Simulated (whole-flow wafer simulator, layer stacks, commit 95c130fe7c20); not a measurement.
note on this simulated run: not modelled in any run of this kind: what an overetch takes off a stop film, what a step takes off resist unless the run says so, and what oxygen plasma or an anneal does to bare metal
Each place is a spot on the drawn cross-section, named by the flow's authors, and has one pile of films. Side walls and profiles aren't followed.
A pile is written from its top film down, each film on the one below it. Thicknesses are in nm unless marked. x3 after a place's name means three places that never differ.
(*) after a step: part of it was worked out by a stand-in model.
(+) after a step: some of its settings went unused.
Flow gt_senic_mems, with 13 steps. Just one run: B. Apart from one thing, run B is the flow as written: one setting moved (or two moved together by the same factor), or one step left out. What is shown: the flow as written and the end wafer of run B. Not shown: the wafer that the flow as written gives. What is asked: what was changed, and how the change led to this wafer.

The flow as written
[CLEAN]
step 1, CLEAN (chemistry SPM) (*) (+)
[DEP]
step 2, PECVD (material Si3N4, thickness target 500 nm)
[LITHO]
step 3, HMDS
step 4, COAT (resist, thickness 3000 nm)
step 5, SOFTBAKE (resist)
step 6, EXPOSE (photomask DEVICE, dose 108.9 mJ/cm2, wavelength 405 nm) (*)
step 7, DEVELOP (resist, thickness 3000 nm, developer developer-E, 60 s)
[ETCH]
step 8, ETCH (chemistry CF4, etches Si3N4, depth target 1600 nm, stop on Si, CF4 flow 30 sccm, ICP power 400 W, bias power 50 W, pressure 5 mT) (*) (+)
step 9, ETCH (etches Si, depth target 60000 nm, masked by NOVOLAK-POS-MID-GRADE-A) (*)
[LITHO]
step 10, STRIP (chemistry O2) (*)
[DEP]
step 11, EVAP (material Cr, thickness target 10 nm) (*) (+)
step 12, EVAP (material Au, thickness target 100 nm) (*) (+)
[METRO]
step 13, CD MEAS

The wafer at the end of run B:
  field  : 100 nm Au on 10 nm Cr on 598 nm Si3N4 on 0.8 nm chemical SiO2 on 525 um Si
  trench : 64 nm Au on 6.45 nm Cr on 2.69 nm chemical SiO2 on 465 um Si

Cause: step 2, PECVD: thickness target 598 nm was run, though the flow has thickness target 500 nm.
The wafer lets one read it off: field has Si3N4 598, and step 2 as written asks for 500 nm.

The path from the change to this, step by step:
  step 2, PECVD (material Si3N4, thickness target 500 nm)
      field, trench: Si3N4 gains 598 (new film) (as written it would have been: Si3N4 gains 500 (new film))
  step 8, ETCH (chemistry CF4, etches Si3N4, depth target 1600 nm, stop on Si, CF4 flow 30 sccm, ICP power 400 W, bias power 50 W, pressure 5 mT) (*) (+)
      field: resist loses 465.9 (as written it would have been: resist loses 400.5)
      trench: Si3N4 loses 598 (all of it), chemical SiO2 loses 0.8 (all of it) (as written it would have been: Si3N4 loses 500 (all of it), chemical SiO2 loses 0.8 (all of it))
  step 10, STRIP (chemistry O2) (*)
      field: resist loses 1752 (all of it) (as written it would have been: resist loses 1817.3 (all of it))
